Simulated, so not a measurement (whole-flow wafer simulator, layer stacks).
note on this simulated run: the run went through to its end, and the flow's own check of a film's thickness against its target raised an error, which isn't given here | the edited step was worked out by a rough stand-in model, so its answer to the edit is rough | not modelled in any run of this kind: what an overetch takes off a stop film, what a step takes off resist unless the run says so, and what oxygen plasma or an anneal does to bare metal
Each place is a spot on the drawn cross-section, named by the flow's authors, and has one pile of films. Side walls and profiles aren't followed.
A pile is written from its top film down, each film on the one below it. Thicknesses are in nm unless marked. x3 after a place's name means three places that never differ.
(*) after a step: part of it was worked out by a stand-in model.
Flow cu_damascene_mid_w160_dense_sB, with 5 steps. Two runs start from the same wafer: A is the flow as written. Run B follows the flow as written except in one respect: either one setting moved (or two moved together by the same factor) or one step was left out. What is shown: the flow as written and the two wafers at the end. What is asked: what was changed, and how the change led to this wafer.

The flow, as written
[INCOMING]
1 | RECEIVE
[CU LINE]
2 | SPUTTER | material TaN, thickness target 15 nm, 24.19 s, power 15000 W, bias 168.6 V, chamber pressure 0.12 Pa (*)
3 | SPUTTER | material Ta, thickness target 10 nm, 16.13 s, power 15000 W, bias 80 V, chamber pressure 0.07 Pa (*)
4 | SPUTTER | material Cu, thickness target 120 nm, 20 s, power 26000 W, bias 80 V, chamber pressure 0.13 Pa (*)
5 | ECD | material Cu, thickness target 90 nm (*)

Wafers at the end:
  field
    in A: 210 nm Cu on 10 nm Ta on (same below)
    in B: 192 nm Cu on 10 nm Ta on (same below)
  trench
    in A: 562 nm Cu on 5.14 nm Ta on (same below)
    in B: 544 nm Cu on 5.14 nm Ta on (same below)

The reason: step 4, SPUTTER: thickness target 102 nm was run, though the flow has thickness target 120 nm; step 4, SPUTTER: 17 s was run, where the flow has 20 s.

The path from the change to this, step by step:
  4 | SPUTTER | material Cu, thickness target 120 nm, 20 s, power 26000 W, bias 80 V, chamber pressure 0.13 Pa (*)
      field: A Cu gains 120 (new film) | B Cu gains 102 (new film)
      trench: A Cu gains 62 (new film) | B Cu gains 52.7 (new film)
